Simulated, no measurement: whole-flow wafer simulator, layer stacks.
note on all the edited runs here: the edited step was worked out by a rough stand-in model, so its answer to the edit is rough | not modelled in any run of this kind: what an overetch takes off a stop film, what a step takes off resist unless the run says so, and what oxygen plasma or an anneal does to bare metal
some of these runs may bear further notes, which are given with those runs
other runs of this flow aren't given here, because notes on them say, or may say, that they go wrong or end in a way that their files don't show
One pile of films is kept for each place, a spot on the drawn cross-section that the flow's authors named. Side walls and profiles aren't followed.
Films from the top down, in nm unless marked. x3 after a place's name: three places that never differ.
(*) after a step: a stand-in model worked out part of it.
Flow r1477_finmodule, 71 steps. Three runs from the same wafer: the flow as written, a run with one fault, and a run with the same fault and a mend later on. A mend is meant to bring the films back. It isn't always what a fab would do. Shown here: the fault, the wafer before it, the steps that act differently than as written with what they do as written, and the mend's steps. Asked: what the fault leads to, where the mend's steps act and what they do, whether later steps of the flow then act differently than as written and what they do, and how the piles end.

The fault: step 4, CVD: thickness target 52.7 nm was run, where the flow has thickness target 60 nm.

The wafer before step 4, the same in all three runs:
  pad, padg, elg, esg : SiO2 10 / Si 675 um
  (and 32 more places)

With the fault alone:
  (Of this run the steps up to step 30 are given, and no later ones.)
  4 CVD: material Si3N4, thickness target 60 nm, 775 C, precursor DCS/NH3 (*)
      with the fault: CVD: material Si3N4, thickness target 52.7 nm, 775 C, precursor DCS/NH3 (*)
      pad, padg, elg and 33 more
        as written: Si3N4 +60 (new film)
        with the fault: Si3N4 +52.7 (new film)
  No later step of the flow up to step 30 acts differently than as written at any place that is followed.
  After step 30 the piles differ from the flow's by more than 2% or 0.5 nm, whichever is larger, at pad, padg, elg and 33 more.
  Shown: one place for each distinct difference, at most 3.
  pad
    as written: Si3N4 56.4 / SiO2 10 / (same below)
    with the fault: Si3N4 49.1 / SiO2 10 / (same below)
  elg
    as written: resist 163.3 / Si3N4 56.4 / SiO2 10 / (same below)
    with the fault: resist 163.3 / Si3N4 49.1 / SiO2 10 / (same below)
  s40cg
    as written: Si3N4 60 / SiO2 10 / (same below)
    with the fault: Si3N4 52.7 / SiO2 10 / (same below)

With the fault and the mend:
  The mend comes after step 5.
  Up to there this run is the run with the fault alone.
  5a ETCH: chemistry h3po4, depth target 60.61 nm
      pad, padg, elg and 33 more
        Si3N4 -52.7 (all of it)
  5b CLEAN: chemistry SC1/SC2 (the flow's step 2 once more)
      changes no film at any place that is followed
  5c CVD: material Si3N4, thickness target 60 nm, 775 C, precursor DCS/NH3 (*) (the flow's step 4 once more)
      pad, padg, elg and 33 more
        Si3N4 +60 (new film)
  No later step of the flow acts differently than as written at any place that is followed.
  At the end the piles are the same as the flow's at every place that both follow.
